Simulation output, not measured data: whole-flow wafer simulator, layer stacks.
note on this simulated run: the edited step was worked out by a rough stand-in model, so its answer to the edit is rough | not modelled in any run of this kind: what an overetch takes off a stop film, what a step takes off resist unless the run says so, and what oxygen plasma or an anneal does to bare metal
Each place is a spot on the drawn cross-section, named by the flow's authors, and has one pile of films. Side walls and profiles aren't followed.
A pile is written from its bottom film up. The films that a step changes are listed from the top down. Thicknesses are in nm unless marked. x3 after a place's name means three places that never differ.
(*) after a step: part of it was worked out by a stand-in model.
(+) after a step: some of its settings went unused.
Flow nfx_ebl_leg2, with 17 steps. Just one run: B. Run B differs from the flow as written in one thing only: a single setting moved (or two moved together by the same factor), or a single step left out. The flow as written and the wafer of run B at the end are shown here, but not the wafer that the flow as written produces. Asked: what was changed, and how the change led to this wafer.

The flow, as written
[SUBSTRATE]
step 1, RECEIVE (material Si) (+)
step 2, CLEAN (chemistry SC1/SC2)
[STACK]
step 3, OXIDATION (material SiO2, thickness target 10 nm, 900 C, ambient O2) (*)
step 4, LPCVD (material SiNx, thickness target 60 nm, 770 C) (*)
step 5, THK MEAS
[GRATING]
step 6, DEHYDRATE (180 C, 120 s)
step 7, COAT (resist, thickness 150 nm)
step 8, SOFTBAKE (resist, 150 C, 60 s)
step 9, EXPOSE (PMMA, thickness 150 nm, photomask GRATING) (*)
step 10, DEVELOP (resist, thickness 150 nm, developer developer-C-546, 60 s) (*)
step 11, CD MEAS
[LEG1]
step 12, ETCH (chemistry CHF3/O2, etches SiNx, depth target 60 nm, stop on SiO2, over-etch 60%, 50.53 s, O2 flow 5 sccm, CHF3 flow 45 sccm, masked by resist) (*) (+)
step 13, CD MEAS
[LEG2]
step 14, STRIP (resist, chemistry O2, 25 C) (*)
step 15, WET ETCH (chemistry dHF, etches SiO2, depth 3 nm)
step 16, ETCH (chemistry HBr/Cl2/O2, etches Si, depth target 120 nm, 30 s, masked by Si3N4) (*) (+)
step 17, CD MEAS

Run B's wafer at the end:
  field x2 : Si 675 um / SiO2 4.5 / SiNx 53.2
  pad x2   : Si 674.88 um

What caused this: step 3, OXIDATION: thickness target 4.5 nm was run, though the flow has thickness target 10 nm.
One can read it off the wafer: field x2 has SiO2 4.5, and step 3 as written asks for 10 nm.

How this came from the change, step by step:
  step 3, OXIDATION (material SiO2, thickness target 10 nm, 900 C, ambient O2) (*)
      field x2, pad x2: SiO2 gains 4.5 (new film), chemical SiO2 loses 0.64 (all of it), Si loses 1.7 (as written it would have been: SiO2 gains 10 (new film), chemical SiO2 loses 0.64 (all of it), Si loses 4.12)
  step 12, ETCH (chemistry CHF3/O2, etches SiNx, depth target 60 nm, stop on SiO2, over-etch 60%, 50.53 s, O2 flow 5 sccm, CHF3 flow 45 sccm, masked by resist) (*) (+)
      pad x2: SiNx loses 60 (all of it), SiO2 loses 4.5 (all of it) (as written it would have been: SiNx loses 60 (all of it), SiO2 loses 10 (all of it))
